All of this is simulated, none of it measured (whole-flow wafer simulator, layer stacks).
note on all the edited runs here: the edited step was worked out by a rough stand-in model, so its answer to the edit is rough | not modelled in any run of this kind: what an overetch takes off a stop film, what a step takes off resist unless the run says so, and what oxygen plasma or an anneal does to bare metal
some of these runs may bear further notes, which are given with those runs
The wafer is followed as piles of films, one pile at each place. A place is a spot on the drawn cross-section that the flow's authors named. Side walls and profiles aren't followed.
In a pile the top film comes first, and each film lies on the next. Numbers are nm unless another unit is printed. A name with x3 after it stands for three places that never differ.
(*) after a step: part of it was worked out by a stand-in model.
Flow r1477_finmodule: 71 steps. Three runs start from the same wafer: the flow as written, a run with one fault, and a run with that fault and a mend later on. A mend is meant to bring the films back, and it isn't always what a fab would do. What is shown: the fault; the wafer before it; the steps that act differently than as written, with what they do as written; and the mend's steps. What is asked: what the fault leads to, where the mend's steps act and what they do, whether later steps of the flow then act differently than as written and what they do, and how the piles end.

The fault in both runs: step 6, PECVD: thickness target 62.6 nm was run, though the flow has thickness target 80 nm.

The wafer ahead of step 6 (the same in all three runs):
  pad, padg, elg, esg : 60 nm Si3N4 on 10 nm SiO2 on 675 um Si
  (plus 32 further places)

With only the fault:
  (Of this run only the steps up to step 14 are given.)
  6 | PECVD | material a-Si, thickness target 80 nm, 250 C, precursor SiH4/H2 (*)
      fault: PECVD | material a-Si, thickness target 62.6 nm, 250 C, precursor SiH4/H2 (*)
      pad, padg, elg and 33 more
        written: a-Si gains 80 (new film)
        fault: a-Si gains 62.6 (new film)
  None of the later steps of the flow up to step 14 acts differently than as written at any place that is followed.
  After step 14, at pad, padg, elg and 33 more, the piles differ from the flow's by more than 2% or 0.5 nm, whichever is larger.
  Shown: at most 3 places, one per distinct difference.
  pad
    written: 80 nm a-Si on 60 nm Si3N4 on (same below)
    fault: 62.6 nm a-Si on 60 nm Si3N4 on (same below)
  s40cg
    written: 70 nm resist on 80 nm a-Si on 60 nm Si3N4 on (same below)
    fault: 70 nm resist on 62.6 nm a-Si on 60 nm Si3N4 on (same below)

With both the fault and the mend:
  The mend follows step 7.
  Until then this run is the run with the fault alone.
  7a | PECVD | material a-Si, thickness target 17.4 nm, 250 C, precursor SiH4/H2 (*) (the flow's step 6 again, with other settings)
      pad, padg, elg and 33 more
        a-Si gains 17.4
  None of the later steps of the flow acts differently than as written at any place that is followed.
  The piles end the same as the flow's at every place that both follow.
